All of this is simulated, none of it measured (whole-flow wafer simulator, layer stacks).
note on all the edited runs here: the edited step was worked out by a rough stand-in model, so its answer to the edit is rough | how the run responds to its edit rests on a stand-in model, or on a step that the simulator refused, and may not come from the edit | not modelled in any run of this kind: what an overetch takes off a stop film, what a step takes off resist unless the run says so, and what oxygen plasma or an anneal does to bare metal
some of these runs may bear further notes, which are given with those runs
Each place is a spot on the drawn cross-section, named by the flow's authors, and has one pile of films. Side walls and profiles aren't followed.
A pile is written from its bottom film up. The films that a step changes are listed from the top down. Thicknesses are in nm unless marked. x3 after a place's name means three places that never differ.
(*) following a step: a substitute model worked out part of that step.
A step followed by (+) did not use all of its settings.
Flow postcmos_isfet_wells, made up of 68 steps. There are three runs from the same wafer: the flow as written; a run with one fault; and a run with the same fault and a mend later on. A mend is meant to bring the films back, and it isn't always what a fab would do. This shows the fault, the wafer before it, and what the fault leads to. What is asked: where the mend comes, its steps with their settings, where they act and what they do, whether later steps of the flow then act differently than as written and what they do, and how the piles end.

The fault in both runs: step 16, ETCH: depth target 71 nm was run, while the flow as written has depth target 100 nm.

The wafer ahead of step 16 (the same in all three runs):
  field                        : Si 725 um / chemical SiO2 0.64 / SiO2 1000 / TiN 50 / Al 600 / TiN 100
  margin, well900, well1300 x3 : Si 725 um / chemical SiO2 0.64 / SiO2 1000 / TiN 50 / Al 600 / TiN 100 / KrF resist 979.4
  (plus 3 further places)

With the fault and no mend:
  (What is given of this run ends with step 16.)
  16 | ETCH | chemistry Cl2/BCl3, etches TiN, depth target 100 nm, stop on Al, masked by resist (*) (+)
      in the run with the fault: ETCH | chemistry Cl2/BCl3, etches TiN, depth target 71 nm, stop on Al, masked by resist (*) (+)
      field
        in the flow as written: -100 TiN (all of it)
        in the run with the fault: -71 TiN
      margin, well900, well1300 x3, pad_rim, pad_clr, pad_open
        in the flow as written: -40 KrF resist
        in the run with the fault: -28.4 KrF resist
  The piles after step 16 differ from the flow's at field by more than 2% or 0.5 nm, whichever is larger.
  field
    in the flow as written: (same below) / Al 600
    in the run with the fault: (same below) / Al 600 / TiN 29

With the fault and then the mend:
  The mend follows step 16.
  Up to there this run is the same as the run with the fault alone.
  16a | ETCH | chemistry Cl2/BCl3, etches TiN, depth target 29 nm, stop on Al, masked by resist (the flow's step 16 again, with other settings)
      margin, well900, well1300 x3, pad_rim, pad_clr, pad_open
        -11.6 KrF resist
      field
        -29 TiN (all of it)
  None of the later steps of the flow acts differently than as written at any place that is followed.
  At every place that both follow, the piles at the end match the flow's.
